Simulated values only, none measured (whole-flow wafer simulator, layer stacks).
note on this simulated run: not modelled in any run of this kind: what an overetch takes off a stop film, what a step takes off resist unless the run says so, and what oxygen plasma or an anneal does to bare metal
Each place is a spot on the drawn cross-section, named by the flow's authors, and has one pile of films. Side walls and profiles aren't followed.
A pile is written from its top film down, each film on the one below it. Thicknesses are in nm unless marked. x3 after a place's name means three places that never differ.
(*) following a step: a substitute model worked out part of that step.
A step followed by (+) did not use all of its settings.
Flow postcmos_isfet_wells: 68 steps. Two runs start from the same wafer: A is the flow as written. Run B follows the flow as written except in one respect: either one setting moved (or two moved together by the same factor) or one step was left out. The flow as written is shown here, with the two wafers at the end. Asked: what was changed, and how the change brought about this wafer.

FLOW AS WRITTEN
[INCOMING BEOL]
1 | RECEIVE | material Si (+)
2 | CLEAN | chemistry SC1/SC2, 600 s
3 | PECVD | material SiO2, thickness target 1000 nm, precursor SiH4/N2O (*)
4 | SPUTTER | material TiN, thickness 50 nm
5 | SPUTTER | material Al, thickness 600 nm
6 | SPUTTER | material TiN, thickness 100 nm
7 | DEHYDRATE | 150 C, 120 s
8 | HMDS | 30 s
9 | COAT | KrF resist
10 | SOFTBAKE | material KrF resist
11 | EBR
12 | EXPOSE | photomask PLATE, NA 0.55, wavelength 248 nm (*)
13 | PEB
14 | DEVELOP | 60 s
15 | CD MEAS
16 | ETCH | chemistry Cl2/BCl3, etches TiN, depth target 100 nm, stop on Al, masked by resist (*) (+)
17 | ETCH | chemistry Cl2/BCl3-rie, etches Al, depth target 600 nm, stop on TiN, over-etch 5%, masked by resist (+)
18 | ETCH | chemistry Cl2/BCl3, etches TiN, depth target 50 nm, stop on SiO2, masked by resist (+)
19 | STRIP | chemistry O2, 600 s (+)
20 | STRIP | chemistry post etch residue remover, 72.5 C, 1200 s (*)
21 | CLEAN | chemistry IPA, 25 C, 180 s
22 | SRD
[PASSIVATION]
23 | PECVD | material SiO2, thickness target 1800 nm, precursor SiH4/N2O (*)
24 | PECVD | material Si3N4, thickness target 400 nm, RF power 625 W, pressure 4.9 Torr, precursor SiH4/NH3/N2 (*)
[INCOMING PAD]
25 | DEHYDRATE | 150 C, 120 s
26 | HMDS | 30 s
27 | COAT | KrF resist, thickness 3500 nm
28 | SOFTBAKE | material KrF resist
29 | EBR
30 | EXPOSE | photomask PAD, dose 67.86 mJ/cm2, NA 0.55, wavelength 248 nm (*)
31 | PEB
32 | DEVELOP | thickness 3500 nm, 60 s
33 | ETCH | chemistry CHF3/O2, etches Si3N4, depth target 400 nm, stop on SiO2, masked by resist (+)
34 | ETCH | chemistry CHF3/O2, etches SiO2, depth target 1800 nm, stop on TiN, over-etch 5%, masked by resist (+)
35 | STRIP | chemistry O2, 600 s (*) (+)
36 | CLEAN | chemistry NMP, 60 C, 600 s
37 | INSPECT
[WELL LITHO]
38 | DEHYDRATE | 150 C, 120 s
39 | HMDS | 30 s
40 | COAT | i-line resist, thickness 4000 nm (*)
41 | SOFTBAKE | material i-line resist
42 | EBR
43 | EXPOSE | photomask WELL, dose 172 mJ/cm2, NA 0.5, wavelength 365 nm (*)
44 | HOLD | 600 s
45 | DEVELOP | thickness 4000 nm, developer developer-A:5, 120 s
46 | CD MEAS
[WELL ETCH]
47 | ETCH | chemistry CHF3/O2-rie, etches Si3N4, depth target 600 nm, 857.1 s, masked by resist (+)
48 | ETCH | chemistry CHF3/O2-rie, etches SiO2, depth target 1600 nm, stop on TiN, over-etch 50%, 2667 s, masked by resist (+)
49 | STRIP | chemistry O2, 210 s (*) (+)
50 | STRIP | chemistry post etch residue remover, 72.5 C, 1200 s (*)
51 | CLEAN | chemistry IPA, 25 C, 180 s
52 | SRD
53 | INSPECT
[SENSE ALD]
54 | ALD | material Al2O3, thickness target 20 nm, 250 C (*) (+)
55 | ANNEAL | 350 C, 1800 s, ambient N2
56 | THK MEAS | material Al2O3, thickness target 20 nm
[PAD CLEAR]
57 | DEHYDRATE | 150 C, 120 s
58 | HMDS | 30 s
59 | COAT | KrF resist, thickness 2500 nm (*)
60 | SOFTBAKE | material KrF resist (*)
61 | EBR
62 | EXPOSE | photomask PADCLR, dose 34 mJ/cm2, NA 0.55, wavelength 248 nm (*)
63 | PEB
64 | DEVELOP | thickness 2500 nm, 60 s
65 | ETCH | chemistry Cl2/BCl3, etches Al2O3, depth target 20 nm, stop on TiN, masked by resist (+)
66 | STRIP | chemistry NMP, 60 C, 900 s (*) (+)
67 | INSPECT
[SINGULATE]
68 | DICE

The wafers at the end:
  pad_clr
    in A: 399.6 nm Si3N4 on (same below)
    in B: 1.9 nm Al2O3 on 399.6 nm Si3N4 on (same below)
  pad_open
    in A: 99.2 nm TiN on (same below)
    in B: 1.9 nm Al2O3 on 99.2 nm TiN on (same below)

Cause: step 65, ETCH: depth target 18.1 nm was run, while the flow as written has depth target 20 nm.

How this came from the change, step by step:
  65 | ETCH | chemistry Cl2/BCl3, etches Al2O3, depth target 20 nm, stop on TiN, masked by resist (+)
      pad_clr, pad_open: A -20 Al2O3 (all of it) | B -18.1 Al2O3
      field, margin, pad_rim: A -25 KrF resist | B -22.6 KrF resist
